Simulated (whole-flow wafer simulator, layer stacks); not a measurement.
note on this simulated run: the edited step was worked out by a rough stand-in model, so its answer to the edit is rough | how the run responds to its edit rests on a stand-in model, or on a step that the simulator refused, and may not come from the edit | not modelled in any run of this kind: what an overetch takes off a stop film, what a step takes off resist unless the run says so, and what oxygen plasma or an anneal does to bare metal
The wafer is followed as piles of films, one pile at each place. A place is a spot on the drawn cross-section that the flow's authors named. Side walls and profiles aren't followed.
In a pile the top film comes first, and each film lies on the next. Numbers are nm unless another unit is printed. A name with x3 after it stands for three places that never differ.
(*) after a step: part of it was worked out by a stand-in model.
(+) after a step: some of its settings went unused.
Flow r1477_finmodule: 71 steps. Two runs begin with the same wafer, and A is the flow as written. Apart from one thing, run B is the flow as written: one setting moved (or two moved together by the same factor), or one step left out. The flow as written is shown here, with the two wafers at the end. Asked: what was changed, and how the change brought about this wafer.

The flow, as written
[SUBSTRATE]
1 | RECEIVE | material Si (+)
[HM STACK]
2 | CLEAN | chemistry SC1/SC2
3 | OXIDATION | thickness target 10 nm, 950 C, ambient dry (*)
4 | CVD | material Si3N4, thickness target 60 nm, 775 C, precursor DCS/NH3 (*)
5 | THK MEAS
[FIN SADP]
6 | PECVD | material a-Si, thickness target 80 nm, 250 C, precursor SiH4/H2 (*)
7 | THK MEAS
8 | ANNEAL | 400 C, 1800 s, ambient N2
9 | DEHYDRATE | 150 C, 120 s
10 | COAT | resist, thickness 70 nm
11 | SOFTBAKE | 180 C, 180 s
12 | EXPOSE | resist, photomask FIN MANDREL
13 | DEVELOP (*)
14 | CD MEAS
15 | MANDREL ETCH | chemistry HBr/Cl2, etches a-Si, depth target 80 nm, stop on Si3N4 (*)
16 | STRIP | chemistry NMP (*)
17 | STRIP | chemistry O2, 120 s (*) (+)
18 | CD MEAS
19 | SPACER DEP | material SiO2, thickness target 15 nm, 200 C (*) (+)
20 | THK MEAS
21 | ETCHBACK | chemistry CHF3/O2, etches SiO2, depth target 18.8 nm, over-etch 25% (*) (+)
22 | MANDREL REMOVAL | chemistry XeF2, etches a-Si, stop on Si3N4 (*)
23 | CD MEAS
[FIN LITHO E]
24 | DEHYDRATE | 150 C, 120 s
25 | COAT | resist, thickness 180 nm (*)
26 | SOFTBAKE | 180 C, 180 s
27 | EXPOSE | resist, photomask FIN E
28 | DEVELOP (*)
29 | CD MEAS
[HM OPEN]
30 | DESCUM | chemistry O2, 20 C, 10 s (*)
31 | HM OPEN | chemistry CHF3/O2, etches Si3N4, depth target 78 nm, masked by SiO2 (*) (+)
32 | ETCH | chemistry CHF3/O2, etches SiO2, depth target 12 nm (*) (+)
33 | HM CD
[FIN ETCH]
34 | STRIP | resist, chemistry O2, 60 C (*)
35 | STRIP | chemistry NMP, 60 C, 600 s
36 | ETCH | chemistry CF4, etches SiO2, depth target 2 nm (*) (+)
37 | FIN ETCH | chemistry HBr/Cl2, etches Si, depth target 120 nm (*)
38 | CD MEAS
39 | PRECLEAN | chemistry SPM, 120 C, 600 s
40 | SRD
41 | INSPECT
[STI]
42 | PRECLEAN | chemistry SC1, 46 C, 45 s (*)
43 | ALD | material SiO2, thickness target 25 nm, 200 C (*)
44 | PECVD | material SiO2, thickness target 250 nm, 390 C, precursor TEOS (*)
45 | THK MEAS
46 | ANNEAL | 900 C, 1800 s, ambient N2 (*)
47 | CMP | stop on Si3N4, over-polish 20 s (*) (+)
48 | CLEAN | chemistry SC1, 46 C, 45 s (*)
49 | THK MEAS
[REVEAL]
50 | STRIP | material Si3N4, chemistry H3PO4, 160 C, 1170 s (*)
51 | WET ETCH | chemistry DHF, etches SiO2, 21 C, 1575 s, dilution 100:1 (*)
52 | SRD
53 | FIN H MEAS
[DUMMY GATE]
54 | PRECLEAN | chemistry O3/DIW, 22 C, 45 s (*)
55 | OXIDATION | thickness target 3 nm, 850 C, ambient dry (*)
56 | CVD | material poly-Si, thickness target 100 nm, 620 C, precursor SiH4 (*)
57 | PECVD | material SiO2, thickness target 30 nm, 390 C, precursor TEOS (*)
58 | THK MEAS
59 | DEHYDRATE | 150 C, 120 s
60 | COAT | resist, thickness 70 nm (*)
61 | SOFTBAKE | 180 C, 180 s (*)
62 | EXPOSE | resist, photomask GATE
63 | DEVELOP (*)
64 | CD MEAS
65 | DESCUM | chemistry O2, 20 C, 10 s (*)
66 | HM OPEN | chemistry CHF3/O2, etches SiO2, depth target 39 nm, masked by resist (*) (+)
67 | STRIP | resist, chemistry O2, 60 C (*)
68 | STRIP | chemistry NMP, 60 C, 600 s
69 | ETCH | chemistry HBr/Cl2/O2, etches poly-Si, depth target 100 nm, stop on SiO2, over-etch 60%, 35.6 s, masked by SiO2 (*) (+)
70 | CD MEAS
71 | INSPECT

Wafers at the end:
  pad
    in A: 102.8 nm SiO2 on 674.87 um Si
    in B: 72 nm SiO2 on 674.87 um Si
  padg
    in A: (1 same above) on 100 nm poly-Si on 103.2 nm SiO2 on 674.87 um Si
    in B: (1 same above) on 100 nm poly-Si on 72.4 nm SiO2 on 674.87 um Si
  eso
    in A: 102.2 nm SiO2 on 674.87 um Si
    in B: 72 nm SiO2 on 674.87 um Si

What caused this: step 44, PECVD: thickness target 142.5 nm was run, while the flow as written has thickness target 250 nm.

Step by step, how the change led to this:
  44 | PECVD | material SiO2, thickness target 250 nm, 390 C, precursor TEOS (*)
      pad, padg, elg and 33 more: A SiO2 gains 250 | B SiO2 gains 142.5
  46 | ANNEAL | 900 C, 1800 s, ambient N2 (*)
      pad, padg, elg and 33 more: A SiO2 loses 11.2 | B SiO2 loses 6.41
  47 | CMP | stop on Si3N4, over-polish 20 s (*) (+)
      pad, padg, e40sg and 11 more: A SiO2 loses 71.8 | B nothing
      eso: A SiO2 loses 72.4 | B nothing
      (also at 21 further places)
  60 | COAT | resist, thickness 70 nm (*)
      e40lg, e100lg, e40lo, e100lo: A resist gains 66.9 (new film) | B resist gains 65.3 (new film)
      s40sg, s45sg, s40so, s45so: A resist gains 91 (new film) | B resist gains 120.6 (new film)
      (also at 12 further places)
  63 | DEVELOP (*)
      elo, e200lo: A resist loses 66.9 (all of it) | B resist loses 65.4 (all of it)
      e40lo, e100lo: A resist loses 66.9 (all of it) | B resist loses 65.3 (all of it)
      (also at 7 further places)
  67 | STRIP | resist, chemistry O2, 60 C (*)
      e40lg, e100lg, e200lg: A resist loses 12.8 (all of it) | B resist loses 11.2 (all of it)
      s40sg, s45sg: A resist loses 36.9 (all of it) | B resist loses 66.5 (all of it)
      (also at 10 further places)
